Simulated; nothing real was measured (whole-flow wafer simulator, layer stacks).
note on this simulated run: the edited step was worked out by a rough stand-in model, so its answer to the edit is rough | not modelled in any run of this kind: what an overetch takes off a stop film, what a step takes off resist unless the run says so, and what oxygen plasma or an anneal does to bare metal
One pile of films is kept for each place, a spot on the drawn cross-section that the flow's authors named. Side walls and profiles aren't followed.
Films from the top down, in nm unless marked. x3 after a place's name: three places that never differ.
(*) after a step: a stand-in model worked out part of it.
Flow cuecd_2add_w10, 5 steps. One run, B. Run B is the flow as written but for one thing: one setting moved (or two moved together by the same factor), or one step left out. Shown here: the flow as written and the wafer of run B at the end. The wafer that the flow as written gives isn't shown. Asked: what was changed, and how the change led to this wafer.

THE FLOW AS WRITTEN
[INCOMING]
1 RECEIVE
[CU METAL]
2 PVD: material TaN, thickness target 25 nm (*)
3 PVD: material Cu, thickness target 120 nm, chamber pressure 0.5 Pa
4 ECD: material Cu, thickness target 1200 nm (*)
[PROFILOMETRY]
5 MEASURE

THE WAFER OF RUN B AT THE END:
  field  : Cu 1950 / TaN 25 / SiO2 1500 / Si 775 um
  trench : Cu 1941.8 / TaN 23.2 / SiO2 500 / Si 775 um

The cause: step 4, ECD: thickness target 1830 nm was run, where the flow has thickness target 1200 nm.

How the change led to this, step by step:
  4 ECD: material Cu, thickness target 1200 nm (*)
      field, trench: Cu +1830 (as written it would be: Cu +1200)
